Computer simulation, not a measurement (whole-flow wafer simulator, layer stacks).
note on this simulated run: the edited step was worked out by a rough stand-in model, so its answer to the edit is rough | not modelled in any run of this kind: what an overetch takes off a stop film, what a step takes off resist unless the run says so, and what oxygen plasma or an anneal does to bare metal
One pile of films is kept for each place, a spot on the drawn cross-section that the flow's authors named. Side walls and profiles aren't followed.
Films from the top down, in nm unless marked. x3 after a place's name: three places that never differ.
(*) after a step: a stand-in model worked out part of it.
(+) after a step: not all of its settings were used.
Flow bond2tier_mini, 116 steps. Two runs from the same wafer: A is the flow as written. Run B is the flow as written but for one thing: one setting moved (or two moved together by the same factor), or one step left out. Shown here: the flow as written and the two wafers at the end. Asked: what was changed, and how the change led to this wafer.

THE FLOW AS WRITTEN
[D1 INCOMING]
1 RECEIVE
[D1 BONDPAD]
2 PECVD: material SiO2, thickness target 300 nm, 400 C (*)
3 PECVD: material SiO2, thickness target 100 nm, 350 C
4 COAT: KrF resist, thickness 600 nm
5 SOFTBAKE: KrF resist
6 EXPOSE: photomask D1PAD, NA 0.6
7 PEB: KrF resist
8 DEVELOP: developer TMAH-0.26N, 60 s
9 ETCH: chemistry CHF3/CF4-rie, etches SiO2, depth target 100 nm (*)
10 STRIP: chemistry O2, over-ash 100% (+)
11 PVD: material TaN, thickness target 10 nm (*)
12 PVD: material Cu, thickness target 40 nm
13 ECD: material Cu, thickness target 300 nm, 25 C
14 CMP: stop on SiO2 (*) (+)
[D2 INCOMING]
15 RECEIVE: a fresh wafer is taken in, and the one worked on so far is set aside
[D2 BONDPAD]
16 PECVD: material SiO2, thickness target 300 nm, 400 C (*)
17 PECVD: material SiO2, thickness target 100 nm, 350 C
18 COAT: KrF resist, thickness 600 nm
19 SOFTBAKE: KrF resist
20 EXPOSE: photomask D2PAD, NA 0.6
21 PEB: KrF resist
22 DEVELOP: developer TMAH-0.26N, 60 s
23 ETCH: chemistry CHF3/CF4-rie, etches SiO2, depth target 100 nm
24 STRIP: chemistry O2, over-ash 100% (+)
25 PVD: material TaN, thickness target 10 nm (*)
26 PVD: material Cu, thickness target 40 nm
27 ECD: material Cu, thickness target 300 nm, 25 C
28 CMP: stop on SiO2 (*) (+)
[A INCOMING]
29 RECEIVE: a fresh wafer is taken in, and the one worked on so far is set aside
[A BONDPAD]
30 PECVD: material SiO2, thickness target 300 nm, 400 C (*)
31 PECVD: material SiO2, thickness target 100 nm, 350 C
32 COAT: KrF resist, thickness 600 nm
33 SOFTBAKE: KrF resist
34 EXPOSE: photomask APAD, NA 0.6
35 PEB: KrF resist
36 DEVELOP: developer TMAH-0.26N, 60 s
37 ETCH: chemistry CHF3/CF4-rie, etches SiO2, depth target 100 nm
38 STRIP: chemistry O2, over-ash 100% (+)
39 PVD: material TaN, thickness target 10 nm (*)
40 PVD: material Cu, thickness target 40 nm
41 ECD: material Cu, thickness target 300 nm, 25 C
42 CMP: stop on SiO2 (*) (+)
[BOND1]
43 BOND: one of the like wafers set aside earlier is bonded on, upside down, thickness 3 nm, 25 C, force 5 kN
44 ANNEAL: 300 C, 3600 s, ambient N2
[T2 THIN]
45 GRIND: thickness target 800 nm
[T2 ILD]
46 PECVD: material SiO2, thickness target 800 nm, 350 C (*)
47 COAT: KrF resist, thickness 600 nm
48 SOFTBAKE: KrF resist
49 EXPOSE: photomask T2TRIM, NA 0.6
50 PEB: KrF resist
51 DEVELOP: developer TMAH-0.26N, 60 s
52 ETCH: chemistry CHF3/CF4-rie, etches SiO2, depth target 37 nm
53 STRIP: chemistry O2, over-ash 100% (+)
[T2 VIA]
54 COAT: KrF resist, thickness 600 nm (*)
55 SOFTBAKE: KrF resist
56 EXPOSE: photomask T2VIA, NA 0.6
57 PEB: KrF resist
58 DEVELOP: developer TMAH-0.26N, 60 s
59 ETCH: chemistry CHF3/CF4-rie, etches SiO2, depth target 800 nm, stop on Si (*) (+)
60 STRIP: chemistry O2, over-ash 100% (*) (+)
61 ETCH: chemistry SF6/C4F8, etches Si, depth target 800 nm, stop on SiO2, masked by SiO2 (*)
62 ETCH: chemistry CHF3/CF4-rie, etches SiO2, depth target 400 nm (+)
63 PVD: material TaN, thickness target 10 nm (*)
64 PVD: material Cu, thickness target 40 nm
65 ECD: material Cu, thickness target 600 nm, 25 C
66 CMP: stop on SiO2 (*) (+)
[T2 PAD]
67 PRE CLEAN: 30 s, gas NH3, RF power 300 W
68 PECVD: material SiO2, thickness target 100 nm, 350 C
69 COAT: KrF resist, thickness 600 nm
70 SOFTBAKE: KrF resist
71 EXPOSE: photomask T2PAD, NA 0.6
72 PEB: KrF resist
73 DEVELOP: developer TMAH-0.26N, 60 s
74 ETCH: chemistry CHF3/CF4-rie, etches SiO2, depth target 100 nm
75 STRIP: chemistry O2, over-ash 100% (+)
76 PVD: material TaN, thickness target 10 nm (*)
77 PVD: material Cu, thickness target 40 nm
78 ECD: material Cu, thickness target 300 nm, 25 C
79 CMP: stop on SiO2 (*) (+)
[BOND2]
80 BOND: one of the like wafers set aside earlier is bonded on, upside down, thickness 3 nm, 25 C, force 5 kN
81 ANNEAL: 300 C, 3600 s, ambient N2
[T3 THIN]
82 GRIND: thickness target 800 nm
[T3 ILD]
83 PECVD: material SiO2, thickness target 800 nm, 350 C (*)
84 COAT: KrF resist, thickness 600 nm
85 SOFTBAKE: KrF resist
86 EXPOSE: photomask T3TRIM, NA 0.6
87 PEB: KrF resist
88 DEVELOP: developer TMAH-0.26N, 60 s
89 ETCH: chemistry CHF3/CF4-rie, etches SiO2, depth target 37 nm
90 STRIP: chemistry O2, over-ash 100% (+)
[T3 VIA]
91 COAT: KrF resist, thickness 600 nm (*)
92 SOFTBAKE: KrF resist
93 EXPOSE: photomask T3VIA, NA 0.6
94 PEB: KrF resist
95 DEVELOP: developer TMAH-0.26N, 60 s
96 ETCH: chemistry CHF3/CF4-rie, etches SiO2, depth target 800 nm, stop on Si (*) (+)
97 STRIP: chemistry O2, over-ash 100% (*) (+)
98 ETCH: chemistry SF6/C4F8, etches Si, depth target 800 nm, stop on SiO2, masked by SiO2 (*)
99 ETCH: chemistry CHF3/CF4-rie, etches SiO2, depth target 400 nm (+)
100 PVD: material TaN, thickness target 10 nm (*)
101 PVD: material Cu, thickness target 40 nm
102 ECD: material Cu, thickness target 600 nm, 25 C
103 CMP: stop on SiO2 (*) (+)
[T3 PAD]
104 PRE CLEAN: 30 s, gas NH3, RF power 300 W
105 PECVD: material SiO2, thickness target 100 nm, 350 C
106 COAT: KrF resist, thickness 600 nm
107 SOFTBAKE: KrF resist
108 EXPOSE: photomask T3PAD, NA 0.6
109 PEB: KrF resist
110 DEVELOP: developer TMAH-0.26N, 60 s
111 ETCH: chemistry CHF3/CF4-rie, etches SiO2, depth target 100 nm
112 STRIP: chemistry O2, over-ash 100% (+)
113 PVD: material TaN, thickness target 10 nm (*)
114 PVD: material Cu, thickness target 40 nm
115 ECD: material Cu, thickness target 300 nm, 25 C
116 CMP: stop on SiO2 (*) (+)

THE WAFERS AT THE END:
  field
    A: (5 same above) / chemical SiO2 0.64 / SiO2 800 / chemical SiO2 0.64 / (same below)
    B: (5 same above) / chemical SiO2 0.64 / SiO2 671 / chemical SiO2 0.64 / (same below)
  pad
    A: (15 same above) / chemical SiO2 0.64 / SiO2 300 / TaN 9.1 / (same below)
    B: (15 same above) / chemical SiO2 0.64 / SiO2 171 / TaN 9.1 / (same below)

The cause: step 2, PECVD: thickness target 171 nm was run, where the flow has thickness target 300 nm.
It can be read off the wafer: pad has SiO2 171, and step 2 as written asks for 300 nm.

How the change led to this, step by step:
  2 PECVD: material SiO2, thickness target 300 nm, 400 C (*)
      field, pad, via: A SiO2 +300 (new film) | B SiO2 +171 (new film)
  43 BOND: one of the like wafers set aside earlier is bonded on, upside down, thickness 3 nm, 25 C, force 5 kN
      field: A Si +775 um (new film), chemical SiO2 +0.64 (new film), SiO2 +400 | B Si +775 um (new film), chemical SiO2 +0.64 (new film), SiO2 +271
      pad: A Si +775 um (new film), chemical SiO2 +0.64 (new film), SiO2 +300 (new film), TaN +9.1 (new film), Cu +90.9 | B Si +775 um (new film), chemical SiO2 +0.64 (new film), SiO2 +171 (new film), TaN +9.1 (new film), Cu +90.9
      (and at 1 more place)
